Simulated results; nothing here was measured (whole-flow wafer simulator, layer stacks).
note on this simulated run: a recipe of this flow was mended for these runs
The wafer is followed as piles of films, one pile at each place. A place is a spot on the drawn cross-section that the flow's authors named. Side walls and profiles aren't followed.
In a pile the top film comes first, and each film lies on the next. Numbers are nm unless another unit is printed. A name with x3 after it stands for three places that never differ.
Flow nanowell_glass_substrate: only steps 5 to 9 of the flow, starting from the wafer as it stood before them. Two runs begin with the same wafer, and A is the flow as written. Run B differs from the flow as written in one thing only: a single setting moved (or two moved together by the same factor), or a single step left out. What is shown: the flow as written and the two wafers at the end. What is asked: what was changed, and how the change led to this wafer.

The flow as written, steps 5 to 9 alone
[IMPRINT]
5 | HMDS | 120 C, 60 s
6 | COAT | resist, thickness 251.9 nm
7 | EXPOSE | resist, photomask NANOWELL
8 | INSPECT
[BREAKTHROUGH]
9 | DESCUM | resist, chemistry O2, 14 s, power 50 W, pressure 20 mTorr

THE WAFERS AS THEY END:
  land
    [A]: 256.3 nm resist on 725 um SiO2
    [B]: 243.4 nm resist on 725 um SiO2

Cause: step 9, DESCUM: 19.2 s was run, though the flow has 14 s.

Step by step, how the change led to this:
  9 | DESCUM | resist, chemistry O2, 14 s, power 50 W, pressure 20 mTorr
      land: A resist loses 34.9 | B resist loses 47.8
